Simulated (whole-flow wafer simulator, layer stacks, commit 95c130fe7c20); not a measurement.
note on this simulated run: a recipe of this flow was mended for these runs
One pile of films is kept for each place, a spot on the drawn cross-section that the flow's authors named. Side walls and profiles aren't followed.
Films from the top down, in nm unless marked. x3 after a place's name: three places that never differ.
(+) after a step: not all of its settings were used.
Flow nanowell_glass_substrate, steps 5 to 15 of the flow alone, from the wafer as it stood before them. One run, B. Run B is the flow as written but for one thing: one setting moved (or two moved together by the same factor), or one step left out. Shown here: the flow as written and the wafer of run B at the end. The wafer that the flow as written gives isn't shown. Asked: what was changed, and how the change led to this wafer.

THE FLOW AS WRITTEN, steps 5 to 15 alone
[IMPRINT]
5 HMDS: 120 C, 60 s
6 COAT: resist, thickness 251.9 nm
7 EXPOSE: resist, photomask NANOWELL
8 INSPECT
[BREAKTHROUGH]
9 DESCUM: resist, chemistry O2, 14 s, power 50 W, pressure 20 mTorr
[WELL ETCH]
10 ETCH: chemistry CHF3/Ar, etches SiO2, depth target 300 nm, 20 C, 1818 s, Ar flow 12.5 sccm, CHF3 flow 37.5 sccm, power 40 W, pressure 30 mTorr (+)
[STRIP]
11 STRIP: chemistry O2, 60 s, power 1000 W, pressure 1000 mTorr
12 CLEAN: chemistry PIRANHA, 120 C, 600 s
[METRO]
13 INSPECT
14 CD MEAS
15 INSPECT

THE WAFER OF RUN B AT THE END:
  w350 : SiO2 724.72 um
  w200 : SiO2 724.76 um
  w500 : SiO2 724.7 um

The cause: step 6, COAT: thickness 289.7 nm was run, where the flow has thickness 251.9 nm.

How the change led to this, step by step:
  6 COAT: resist, thickness 251.9 nm
      land, w350, w200, w500, w700: resist +289.7 (new film) (as written it would be: resist +251.9 (new film))
  7 EXPOSE: resist, photomask NANOWELL
      land: resist +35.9 (as written it would be: resist +39.3)
  9 DESCUM: resist, chemistry O2, 14 s, power 50 W, pressure 20 mTorr
      w350, w200, w500, w700: resist -34.9 (as written it would be: resist -18.2 (all of it))
  10 ETCH: chemistry CHF3/Ar, etches SiO2, depth target 300 nm, 20 C, 1818 s, Ar flow 12.5 sccm, CHF3 flow 37.5 sccm, power 40 W, pressure 30 mTorr (+)
      w350: resist -17.7 (all of it), SiO2 -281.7 (as written it would be: SiO2 -300)
      w200: resist -17.7 (all of it), SiO2 -241.2 (as written it would be: SiO2 -260.5)
      (and at 2 more places)
  11 STRIP: chemistry O2, 60 s, power 1000 W, pressure 1000 mTorr
      land: resist -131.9 (all of it) (as written it would be: resist -100.2 (all of it))
